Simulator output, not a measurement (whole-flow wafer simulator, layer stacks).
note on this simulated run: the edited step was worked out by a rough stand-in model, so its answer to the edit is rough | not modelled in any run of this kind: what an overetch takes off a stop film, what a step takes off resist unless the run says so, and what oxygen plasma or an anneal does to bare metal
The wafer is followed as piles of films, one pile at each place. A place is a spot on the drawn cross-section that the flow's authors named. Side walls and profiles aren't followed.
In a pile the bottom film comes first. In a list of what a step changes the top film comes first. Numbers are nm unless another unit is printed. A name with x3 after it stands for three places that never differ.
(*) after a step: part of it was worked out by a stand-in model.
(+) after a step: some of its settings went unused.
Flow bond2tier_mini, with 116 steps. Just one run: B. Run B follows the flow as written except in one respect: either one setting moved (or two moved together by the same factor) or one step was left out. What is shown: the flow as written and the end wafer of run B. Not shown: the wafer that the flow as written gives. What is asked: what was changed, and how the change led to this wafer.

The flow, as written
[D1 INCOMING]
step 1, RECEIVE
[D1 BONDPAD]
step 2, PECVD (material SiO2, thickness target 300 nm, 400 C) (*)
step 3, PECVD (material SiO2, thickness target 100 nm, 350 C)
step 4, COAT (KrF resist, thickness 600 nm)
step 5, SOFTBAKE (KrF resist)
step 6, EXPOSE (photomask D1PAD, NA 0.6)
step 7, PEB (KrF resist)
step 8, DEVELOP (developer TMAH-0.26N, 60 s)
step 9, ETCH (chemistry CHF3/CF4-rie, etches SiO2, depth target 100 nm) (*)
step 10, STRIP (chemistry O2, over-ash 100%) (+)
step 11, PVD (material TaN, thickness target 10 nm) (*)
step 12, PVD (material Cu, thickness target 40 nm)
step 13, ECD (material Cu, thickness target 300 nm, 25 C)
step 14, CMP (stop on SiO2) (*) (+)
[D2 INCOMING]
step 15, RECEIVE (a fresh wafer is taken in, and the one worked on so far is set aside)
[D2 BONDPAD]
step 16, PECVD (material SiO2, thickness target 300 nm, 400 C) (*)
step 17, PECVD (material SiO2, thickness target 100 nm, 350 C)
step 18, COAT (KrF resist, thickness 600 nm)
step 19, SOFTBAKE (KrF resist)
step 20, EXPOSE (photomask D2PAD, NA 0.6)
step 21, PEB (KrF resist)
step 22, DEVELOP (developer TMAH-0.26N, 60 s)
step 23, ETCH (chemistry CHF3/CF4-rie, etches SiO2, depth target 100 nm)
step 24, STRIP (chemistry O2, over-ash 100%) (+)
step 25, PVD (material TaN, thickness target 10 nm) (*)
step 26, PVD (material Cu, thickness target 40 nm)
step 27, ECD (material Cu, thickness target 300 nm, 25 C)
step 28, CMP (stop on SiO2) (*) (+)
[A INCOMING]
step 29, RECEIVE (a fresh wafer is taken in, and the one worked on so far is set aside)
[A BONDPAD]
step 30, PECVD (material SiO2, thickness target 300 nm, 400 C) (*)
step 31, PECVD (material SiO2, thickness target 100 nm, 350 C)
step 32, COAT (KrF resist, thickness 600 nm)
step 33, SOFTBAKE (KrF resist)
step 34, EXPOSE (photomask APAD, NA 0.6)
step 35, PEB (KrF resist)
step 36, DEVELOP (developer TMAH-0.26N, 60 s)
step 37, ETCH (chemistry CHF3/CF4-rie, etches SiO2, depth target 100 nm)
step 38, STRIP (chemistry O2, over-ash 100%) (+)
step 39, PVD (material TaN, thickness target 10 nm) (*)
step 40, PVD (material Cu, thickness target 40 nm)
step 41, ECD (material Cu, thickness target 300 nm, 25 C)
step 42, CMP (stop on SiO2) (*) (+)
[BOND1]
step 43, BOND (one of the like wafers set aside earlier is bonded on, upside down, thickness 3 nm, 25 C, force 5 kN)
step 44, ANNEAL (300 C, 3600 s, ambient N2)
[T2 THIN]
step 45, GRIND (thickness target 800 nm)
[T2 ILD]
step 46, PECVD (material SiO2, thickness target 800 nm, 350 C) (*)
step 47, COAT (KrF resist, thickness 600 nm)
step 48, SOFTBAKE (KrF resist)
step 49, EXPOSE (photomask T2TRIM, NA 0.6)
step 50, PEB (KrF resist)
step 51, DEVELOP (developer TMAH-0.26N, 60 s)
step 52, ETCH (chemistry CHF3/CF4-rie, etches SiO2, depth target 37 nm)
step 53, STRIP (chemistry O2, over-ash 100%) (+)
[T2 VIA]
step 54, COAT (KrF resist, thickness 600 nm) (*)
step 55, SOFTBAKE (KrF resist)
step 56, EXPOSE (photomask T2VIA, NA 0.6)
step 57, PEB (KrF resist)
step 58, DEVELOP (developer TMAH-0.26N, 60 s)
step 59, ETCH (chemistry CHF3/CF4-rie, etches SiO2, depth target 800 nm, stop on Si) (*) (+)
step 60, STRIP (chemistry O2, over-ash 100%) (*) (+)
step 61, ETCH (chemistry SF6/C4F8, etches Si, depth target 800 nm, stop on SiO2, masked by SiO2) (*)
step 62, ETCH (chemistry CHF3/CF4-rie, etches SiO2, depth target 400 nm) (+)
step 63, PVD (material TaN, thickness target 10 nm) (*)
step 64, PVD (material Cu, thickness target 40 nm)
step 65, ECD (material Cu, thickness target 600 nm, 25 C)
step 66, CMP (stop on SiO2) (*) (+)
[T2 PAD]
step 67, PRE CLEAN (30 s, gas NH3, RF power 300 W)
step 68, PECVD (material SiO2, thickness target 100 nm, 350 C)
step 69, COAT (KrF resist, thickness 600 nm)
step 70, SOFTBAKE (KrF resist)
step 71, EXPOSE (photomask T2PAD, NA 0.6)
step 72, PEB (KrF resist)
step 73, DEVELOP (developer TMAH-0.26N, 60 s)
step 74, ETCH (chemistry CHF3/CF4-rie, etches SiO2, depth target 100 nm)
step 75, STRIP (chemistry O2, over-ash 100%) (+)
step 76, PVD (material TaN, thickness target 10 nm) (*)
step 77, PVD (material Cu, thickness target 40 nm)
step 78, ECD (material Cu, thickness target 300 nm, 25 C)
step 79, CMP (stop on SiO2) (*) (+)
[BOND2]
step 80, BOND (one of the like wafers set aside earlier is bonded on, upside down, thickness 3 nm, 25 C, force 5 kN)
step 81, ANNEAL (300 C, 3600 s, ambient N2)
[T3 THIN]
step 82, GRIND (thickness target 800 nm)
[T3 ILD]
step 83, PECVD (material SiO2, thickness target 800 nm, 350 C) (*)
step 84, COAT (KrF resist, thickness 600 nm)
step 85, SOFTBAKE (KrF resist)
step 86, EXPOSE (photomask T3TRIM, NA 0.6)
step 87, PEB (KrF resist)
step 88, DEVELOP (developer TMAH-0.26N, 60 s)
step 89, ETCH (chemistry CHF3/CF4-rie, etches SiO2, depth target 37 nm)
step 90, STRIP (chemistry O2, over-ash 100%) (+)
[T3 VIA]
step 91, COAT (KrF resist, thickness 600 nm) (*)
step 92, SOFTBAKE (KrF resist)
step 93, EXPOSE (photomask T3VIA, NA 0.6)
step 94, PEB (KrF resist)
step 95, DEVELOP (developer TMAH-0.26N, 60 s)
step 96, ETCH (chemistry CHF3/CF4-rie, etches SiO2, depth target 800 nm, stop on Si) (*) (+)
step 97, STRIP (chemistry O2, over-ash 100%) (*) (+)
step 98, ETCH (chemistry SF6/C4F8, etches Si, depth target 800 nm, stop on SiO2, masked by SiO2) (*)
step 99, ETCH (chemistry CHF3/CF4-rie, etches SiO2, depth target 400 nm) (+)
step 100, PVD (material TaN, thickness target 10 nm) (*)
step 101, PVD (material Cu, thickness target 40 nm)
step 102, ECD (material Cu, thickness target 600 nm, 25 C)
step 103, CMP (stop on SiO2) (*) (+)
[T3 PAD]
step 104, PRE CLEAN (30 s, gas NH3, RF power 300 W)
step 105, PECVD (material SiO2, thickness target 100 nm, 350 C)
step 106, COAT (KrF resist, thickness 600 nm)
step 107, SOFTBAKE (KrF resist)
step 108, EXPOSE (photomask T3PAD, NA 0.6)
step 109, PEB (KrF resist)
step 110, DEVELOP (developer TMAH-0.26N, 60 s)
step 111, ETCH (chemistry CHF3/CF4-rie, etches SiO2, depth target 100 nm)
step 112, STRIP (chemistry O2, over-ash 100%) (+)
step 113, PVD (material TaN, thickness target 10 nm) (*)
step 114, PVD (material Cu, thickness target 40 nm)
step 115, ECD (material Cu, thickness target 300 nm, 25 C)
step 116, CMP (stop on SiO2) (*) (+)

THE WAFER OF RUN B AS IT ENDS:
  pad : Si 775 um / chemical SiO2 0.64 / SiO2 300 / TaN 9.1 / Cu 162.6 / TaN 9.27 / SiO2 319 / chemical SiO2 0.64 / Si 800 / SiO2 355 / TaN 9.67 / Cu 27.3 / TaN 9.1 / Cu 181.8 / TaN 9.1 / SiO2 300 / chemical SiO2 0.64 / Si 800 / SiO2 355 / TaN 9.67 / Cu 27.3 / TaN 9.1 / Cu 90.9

The reason: step 9, ETCH: depth target 81 nm was run, while the flow as written has depth target 100 nm.

How this came from the change, step by step:
  step 9, ETCH (chemistry CHF3/CF4-rie, etches SiO2, depth target 100 nm) (*)
      pad, via: -81 SiO2 (it would be, as written: -100 SiO2)
      field: -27 KrF resist (it would be, as written: -33.3 KrF resist)
  step 13, ECD (material Cu, thickness target 300 nm, 25 C)
      pad: +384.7 Cu (it would be, as written: +404.5 Cu)
      via: +381.1 Cu (it would be, as written: +400.2 Cu)
  step 43, BOND (one of the like wafers set aside earlier is bonded on, upside down, thickness 3 nm, 25 C, force 5 kN)
      pad: +775 um Si (new film), +0.64 chemical SiO2 (new film), +319 SiO2 (new film), +9.27 TaN (new film), +71.7 Cu (it would be, as written: +775 um Si (new film), +0.64 chemical SiO2 (new film), +300 SiO2 (new film), +9.1 TaN (new film), +90.9 Cu)
      via: +775 um Si (new film), +0.64 chemical SiO2 (new film), +319 SiO2 (new film), +9.99 TaN (new film), +71 Cu (it would be, as written: +775 um Si (new film), +0.64 chemical SiO2 (new film), +300 SiO2 (new film), +9.97 TaN (new film), +90 Cu)
